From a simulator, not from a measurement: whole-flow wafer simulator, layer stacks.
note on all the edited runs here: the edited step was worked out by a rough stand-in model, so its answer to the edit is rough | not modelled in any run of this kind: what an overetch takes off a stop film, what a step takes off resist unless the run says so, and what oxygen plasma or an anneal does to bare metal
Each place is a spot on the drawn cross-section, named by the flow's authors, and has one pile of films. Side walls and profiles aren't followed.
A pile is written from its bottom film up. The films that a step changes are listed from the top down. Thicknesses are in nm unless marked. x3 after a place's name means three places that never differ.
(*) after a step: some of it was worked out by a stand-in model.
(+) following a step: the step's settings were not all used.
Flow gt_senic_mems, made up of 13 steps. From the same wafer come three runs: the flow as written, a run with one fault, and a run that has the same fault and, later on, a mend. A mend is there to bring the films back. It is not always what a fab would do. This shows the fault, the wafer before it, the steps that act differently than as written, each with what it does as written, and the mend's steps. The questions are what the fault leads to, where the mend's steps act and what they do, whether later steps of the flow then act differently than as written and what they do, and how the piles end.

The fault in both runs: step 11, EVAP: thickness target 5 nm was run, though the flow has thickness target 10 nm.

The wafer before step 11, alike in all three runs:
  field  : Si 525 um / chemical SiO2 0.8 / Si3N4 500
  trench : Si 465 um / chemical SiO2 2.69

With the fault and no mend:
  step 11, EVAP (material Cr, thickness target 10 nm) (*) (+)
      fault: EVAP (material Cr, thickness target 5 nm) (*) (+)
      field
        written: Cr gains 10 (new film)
        fault: Cr gains 5 (new film)
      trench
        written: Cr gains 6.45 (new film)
        fault: Cr gains 3.23 (new film)
  Every later step of the flow that is run acts as written at every place that is followed.
  By the end, the piles at field, trench depart from the flow's by more than 2% or 0.5 nm, whichever is larger.
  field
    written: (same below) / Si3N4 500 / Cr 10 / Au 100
    fault: (same below) / Si3N4 500 / Cr 5 / Au 100
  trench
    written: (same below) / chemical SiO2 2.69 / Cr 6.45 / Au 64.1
    fault: (same below) / chemical SiO2 2.69 / Cr 3.23 / Au 64.1

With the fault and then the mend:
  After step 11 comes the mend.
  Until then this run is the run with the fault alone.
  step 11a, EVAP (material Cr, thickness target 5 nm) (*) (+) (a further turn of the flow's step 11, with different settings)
      field
        Cr gains 5
      trench
        Cr gains 3.23
  Every later step of the flow that is run acts as written at every place that is followed.
  The piles end only slightly different from the flow's at the places that both follow, by no more than 2% or 0.5 nm, whichever is larger.
